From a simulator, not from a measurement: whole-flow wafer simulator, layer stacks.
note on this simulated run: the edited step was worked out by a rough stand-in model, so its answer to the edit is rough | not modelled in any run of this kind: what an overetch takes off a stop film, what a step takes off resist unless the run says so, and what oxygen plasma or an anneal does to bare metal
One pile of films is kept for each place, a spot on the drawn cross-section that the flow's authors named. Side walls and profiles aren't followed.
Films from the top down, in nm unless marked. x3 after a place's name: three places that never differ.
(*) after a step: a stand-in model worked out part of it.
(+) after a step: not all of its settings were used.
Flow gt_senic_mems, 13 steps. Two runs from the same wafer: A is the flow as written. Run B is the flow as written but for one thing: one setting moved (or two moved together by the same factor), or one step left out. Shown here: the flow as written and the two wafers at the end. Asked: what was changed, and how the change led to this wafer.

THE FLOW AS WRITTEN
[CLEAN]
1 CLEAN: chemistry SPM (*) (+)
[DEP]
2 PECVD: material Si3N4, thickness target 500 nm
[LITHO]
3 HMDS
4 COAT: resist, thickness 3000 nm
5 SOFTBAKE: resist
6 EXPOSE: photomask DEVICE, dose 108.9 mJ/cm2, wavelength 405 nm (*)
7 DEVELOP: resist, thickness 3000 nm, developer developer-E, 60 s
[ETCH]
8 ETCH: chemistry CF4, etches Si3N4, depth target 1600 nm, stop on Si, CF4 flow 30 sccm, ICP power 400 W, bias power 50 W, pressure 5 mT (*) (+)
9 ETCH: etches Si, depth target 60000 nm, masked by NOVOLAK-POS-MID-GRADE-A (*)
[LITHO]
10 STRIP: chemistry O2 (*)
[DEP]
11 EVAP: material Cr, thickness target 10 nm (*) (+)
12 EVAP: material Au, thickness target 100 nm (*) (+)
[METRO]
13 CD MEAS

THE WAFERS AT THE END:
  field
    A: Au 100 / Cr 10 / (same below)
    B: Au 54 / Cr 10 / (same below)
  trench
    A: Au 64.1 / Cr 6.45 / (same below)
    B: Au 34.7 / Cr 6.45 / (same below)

The cause: step 12, EVAP: thickness target 54 nm was run, where the flow has thickness target 100 nm.
It can be read off the wafer: field has Au 54, and step 12 as written asks for 100 nm.

How the change led to this, step by step:
  12 EVAP: material Au, thickness target 100 nm (*) (+)
      field: A Au +100 (new film) | B Au +54 (new film)
      trench: A Au +64.1 (new film) | B Au +34.7 (new film)
